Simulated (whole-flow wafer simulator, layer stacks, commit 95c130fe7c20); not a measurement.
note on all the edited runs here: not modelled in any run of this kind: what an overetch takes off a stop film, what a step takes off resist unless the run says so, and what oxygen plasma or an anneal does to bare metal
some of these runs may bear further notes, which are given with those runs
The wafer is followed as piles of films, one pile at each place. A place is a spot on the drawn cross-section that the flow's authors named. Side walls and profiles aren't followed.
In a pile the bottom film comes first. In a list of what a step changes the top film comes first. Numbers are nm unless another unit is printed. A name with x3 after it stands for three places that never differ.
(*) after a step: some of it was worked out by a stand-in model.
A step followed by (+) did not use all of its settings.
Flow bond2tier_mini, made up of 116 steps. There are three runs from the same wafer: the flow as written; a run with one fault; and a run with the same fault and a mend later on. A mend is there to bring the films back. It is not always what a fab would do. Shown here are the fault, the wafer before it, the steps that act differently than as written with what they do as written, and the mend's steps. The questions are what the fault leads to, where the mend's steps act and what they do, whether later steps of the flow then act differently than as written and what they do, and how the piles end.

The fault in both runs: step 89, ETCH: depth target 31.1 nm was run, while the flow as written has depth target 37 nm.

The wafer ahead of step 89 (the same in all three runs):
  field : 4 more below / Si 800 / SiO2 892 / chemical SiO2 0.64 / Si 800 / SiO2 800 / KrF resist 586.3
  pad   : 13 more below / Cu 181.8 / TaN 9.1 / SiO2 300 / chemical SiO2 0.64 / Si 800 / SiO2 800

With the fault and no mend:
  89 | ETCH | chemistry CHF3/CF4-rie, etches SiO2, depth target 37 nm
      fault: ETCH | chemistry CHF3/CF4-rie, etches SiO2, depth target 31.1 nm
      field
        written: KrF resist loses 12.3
        fault: KrF resist loses 10.4
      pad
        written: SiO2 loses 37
        fault: SiO2 loses 31.1
  None of the later steps of the flow differs from how it acts as written, at any place that is followed, by more than 2% or 0.5 nm, whichever is larger.
  The piles end different from the flow's at pad by more than 2% or 0.5 nm, whichever is larger.
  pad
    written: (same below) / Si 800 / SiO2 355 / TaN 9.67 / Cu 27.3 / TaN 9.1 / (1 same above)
    fault: (same below) / Si 800 / SiO2 360.9 / TaN 9.72 / Cu 21.4 / TaN 9.1 / (1 same above)

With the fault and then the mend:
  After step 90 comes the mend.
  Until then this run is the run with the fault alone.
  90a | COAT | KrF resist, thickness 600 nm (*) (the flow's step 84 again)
      field
        KrF resist gains 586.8 (new film)
      pad
        KrF resist gains 613.8 (new film)
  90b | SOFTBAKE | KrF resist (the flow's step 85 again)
      does not change any film at any place that is followed
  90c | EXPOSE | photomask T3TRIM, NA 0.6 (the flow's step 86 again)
      does not change any film at any place that is followed
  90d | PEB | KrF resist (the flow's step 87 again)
      does not change any film at any place that is followed
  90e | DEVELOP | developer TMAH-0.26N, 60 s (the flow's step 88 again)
      field
        KrF resist loses 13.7
      pad
        KrF resist loses 613.8 (all of it)
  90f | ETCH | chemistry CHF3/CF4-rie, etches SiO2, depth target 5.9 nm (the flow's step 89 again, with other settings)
      field
        KrF resist loses 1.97
      pad
        SiO2 loses 5.9
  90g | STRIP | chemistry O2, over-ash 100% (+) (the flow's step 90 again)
      field
        KrF resist loses 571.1 (all of it)
  None of the later steps of the flow acts differently than as written at any place that is followed.
  The piles end the same as the flow's at every place that both follow.
